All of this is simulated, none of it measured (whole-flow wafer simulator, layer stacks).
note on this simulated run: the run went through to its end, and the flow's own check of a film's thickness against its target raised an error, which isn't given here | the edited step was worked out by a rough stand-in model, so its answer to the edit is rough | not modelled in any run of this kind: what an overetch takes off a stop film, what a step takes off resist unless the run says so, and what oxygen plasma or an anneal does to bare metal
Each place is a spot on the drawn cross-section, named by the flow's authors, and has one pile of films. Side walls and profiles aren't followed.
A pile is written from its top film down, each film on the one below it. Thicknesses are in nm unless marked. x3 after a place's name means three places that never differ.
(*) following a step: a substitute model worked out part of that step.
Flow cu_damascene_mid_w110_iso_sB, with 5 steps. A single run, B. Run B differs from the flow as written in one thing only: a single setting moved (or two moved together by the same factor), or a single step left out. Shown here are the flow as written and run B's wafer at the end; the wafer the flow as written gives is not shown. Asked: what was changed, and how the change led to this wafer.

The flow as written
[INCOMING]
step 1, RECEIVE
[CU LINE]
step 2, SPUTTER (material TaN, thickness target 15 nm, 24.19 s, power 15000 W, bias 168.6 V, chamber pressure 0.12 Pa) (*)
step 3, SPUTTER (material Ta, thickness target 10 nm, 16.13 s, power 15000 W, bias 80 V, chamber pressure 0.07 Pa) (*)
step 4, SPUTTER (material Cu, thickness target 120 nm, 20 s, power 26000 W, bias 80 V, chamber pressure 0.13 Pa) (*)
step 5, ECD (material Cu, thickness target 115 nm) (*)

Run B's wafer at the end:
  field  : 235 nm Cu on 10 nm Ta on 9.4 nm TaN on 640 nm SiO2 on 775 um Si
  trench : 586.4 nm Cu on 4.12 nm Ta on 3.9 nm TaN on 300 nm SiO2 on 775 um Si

The reason: step 2, SPUTTER: thickness target 9.4 nm was run, whereas the flow has thickness target 15 nm; step 2, SPUTTER: 15.12 s was run, where the flow has 24.19 s.
The wafer lets one read it off: field has TaN 9.4, and step 2 as written asks for 15 nm.

The path from the change to this, step by step:
  step 2, SPUTTER (material TaN, thickness target 15 nm, 24.19 s, power 15000 W, bias 168.6 V, chamber pressure 0.12 Pa) (*)
      field: TaN gains 9.4 (new film) (as written it would have been: TaN gains 15 (new film))
      trench: TaN gains 3.9 (new film) (as written it would have been: TaN gains 6.23 (new film))
